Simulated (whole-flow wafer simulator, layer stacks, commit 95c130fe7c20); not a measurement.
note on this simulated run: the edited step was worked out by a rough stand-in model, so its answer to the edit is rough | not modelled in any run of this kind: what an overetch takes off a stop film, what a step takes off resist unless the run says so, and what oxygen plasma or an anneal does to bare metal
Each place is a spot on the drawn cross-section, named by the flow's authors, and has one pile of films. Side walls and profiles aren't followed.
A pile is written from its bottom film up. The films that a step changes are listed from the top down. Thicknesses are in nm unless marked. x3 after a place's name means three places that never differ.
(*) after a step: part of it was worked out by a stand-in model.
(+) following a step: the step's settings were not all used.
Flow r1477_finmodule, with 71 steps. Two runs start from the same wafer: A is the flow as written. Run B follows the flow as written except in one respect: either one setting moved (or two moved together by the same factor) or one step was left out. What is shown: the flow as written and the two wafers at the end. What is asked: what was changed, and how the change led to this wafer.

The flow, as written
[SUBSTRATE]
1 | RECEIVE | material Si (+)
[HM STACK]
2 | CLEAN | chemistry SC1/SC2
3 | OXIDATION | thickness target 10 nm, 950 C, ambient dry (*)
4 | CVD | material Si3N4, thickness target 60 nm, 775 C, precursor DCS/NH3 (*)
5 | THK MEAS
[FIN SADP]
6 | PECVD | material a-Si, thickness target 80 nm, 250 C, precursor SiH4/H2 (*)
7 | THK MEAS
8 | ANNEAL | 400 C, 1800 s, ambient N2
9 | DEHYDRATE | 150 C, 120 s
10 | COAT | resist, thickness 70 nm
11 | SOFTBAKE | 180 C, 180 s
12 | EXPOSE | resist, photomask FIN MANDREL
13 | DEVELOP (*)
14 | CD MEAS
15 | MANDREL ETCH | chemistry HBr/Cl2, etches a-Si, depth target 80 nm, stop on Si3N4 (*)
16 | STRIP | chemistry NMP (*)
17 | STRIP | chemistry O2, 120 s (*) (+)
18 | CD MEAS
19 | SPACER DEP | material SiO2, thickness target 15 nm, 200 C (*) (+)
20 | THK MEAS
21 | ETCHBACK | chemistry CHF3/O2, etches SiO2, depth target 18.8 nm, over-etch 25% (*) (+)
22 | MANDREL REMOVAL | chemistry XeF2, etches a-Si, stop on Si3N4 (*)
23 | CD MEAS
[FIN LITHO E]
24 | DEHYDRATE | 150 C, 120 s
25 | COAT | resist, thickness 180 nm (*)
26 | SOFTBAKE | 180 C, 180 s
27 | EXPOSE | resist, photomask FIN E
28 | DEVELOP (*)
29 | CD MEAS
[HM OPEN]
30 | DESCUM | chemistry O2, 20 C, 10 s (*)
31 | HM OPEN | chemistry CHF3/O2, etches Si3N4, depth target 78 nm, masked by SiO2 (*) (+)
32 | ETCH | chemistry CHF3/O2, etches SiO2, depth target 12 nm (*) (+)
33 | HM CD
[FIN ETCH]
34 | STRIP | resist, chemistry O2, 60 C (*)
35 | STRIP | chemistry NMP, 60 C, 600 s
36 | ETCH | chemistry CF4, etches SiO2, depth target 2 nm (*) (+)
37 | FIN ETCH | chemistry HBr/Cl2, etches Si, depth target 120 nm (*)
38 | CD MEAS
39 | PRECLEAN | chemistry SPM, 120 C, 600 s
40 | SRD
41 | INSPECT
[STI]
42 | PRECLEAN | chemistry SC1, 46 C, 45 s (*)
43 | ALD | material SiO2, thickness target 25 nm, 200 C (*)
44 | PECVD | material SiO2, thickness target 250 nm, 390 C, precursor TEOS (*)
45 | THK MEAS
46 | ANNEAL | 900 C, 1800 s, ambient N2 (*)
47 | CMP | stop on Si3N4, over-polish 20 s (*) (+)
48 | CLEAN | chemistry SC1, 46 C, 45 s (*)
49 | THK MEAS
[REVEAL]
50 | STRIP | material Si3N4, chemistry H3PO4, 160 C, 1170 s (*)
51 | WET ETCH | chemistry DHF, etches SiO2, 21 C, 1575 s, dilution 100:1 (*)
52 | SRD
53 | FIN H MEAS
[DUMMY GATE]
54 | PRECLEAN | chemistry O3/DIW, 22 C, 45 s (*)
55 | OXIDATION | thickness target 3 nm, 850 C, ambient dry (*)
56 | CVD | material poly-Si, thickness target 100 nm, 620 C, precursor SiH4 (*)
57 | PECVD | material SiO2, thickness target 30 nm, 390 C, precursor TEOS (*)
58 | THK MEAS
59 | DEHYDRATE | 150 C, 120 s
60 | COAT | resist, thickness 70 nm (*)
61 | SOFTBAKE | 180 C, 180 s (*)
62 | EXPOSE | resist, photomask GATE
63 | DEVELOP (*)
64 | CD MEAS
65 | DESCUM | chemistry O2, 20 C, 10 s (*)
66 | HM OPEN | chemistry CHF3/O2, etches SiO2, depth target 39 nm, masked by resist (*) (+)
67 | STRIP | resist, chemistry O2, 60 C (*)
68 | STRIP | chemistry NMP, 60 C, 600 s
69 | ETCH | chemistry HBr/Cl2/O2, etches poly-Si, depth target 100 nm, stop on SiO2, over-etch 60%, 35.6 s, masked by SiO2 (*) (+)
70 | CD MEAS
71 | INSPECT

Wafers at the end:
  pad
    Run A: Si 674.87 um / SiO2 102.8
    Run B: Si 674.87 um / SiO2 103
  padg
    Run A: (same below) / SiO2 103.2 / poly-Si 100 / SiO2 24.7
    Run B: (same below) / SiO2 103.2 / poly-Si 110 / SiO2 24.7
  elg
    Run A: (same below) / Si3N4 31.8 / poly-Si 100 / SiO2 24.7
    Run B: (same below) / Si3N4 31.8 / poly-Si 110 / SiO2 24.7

What caused this: step 56, CVD: thickness target 110 nm was run, while the flow as written has thickness target 100 nm.
The wafer itself shows it: padg has poly-Si 110, and step 56 as written asks for 100 nm.

The path from the change to this, step by step:
  56 | CVD | material poly-Si, thickness target 100 nm, 620 C, precursor SiH4 (*)
      pad, padg, elg and 26 more: A poly-Si gains 100 (new film) | B poly-Si gains 110 (new film)
      s40cg, s40co: A poly-Si gains 113.9 (new film) | B poly-Si gains 124.1 (new film)
      (and at 5 other places as well)
  69 | ETCH | chemistry HBr/Cl2/O2, etches poly-Si, depth target 100 nm, stop on SiO2, over-etch 60%, 35.6 s, masked by SiO2 (*) (+)
      elo, e40lo, e100lo, e200lo: A chemical SiO2 loses 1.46 (all of it), poly-Si loses 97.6 (all of it), Si3N4 loses 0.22 | B chemical SiO2 loses 1.46 (all of it), poly-Si loses 107.6 (all of it)
      pad, eso, e40so and 8 more: A chemical SiO2 loses 1.46 (all of it), poly-Si loses 97.6 (all of it), SiO2 loses 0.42 | B chemical SiO2 loses 1.46 (all of it), poly-Si loses 107.6 (all of it), SiO2 loses 0.26
      (and at 3 other places as well)
